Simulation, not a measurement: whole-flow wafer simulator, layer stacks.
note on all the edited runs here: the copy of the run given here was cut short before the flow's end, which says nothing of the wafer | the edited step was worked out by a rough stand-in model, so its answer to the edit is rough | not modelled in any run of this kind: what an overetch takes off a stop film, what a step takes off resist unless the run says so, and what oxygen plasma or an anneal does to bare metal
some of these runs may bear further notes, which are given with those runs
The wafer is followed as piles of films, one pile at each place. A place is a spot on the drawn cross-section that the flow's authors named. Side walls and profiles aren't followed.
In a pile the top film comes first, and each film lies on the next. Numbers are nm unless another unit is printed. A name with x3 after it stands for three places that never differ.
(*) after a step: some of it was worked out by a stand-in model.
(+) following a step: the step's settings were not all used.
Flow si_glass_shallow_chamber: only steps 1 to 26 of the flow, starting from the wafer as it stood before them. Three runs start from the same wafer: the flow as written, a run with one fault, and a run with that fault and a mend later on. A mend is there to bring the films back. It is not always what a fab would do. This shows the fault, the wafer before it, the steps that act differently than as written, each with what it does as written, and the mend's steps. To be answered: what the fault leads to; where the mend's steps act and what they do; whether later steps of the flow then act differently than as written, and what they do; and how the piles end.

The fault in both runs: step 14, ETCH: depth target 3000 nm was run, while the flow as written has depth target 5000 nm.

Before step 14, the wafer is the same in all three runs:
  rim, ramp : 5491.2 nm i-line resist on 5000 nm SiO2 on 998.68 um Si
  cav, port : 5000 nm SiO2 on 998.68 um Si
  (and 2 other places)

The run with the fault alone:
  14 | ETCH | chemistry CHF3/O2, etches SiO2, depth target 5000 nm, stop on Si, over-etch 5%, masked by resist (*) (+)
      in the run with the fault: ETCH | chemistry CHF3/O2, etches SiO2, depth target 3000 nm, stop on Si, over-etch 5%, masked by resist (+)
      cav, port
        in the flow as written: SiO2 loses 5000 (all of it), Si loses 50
        in the run with the fault: SiO2 loses 3150
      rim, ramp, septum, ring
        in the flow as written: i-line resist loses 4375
        in the run with the fault: i-line resist loses 2625
  Steps later in the flow that act otherwise than as written:
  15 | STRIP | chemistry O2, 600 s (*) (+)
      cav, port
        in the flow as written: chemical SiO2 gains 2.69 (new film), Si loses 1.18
        in the run with the fault: nothing
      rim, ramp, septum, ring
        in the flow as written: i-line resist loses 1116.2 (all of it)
        in the run with the fault: i-line resist loses 2866.2 (all of it)
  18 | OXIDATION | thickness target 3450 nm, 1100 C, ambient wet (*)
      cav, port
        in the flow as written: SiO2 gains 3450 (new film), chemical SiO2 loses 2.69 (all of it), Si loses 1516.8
        in the run with the fault: SiO2 gains 2096.1, Si loses 922.3
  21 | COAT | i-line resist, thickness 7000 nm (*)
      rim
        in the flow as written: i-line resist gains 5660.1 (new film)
        in the run with the fault: i-line resist gains 6057 (new film)
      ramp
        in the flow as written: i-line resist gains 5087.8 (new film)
        in the run with the fault: i-line resist gains 5641.7 (new film)
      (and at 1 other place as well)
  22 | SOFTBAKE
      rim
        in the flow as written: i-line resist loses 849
        in the run with the fault: i-line resist loses 623.6
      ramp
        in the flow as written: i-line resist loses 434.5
        in the run with the fault: i-line resist loses 293.1
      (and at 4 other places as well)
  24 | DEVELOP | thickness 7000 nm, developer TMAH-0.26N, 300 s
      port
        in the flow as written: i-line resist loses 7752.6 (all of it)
        in the run with the fault: i-line resist loses 7558.5 (all of it)
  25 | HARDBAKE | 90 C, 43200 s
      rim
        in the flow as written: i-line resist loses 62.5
        in the run with the fault: i-line resist loses 85.7
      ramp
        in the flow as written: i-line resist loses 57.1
        in the run with the fault: i-line resist loses 82.4
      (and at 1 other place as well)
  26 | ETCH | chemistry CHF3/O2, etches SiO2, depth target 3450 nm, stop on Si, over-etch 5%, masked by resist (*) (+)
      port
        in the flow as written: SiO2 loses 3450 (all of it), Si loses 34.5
        in the run with the fault: SiO2 loses 3622.5
  By the end, the piles at rim, ramp, cav, port depart from the flow's by more than 2% or 0.5 nm, whichever is larger.
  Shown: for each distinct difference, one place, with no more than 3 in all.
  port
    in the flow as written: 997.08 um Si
    in the run with the fault: 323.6 nm SiO2 on 997.76 um Si
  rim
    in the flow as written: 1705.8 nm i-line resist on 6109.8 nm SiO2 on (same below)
    in the run with the fault: 2304.9 nm i-line resist on 6109.8 nm SiO2 on (same below)
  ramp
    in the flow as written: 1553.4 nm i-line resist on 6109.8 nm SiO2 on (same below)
    in the run with the fault: 2223.4 nm i-line resist on 6109.8 nm SiO2 on (same below)

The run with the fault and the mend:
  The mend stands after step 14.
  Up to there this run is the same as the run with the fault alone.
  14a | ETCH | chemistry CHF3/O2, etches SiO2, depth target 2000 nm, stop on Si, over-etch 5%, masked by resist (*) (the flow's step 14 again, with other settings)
      rim, ramp, septum, ring
        i-line resist loses 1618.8
      cav, port
        SiO2 loses 1850 (all of it), Si loses 50
  Steps later in the flow that act otherwise than as written:
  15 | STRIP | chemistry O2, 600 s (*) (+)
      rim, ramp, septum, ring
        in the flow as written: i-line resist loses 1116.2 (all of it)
        in the run with the mend: i-line resist loses 1247.4 (all of it)
  By the end, the piles equal the flow's at every place that both follow.
